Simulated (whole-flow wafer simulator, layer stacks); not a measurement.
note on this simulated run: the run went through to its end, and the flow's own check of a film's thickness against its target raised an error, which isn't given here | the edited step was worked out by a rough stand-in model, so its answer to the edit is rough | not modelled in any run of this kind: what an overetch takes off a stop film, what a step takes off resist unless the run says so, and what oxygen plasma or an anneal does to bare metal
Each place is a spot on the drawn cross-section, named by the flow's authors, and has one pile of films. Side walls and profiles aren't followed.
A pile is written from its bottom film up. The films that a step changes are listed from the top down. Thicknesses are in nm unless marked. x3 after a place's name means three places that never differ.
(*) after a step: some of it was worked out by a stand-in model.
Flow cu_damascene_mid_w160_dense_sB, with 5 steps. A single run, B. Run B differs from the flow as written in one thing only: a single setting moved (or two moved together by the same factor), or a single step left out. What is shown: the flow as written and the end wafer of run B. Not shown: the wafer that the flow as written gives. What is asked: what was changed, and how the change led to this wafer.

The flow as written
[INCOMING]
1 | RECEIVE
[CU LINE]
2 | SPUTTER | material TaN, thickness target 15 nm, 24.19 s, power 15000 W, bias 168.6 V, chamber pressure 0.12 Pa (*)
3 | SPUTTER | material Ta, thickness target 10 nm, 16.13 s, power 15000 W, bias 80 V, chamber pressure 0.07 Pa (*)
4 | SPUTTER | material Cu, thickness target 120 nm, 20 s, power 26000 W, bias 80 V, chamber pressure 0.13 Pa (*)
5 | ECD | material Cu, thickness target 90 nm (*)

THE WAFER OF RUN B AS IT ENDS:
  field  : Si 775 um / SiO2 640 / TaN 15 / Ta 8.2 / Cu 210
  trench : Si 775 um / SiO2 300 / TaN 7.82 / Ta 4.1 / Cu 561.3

What caused this: step 3, SPUTTER: power 12300 W was run, whereas the flow has power 15000 W.

How this came from the change, step by step:
  3 | SPUTTER | material Ta, thickness target 10 nm, 16.13 s, power 15000 W, bias 80 V, chamber pressure 0.07 Pa (*)
      field: Ta gains 8.2 (new film) (in the flow as written it would be: Ta gains 10 (new film))
      trench: Ta gains 4.1 (new film) (in the flow as written it would be: Ta gains 5.14 (new film))
